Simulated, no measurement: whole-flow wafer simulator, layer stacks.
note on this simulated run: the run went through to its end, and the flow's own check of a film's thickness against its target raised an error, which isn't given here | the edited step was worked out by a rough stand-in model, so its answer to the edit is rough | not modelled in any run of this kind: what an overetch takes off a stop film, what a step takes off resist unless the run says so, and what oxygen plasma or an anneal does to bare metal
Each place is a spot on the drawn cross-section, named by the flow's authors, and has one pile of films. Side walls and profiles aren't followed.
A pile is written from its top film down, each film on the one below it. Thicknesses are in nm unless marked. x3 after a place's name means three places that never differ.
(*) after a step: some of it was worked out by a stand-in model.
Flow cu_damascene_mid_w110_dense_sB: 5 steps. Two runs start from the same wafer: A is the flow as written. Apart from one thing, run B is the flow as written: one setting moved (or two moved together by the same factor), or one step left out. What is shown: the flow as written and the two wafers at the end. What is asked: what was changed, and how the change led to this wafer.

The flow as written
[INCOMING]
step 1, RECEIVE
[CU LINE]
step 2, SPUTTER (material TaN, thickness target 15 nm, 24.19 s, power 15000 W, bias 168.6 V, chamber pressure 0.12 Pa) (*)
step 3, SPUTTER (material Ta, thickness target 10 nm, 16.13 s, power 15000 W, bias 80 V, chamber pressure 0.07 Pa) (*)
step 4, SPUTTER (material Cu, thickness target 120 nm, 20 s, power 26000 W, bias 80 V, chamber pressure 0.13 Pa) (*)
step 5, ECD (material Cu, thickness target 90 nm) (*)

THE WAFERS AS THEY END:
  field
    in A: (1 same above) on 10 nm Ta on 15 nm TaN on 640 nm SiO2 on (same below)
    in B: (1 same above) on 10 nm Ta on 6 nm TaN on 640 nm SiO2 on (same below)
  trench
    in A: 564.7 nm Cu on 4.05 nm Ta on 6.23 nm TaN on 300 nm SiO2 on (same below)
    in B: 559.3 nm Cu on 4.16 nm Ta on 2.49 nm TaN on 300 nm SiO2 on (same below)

What caused this: step 2, SPUTTER: thickness target 6 nm was run, whereas the flow has thickness target 15 nm; step 2, SPUTTER: 9.68 s was run, where the flow has 24.19 s.
The wafer lets one read it off: field has TaN 6, and step 2 as written asks for 15 nm.

The path from the change to this, step by step:
  step 2, SPUTTER (material TaN, thickness target 15 nm, 24.19 s, power 15000 W, bias 168.6 V, chamber pressure 0.12 Pa) (*)
      field: A +15 TaN (new film) | B +6 TaN (new film)
      trench: A +6.23 TaN (new film) | B +2.49 TaN (new film)
  step 4, SPUTTER (material Cu, thickness target 120 nm, 20 s, power 26000 W, bias 80 V, chamber pressure 0.13 Pa) (*)
      trench: A +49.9 Cu (new film) | B +51.3 Cu (new film)
